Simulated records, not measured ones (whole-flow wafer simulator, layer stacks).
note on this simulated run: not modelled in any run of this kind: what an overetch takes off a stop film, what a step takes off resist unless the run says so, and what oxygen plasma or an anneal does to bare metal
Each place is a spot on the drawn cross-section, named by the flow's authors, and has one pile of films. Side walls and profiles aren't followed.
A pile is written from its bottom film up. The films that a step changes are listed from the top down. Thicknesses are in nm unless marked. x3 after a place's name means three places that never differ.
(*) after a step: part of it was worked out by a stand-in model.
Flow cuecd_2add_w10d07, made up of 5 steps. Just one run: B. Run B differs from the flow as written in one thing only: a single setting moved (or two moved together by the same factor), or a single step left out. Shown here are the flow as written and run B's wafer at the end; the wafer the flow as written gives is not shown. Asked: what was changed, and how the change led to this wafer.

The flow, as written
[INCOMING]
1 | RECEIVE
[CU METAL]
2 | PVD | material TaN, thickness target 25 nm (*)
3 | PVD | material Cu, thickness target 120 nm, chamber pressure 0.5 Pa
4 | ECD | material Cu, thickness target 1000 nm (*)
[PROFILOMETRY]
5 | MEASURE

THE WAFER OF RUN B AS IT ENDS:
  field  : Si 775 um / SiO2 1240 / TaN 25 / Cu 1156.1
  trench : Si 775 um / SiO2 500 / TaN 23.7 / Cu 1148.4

What caused this: step 3, PVD: thickness target 156.1 nm was run, though the flow has thickness target 120 nm.

How this came from the change, step by step:
  3 | PVD | material Cu, thickness target 120 nm, chamber pressure 0.5 Pa
      field: +156.1 Cu (new film) (as written it would have been: +120 Cu (new film))
      trench: +148.4 Cu (new film) (as written it would have been: +114 Cu (new film))
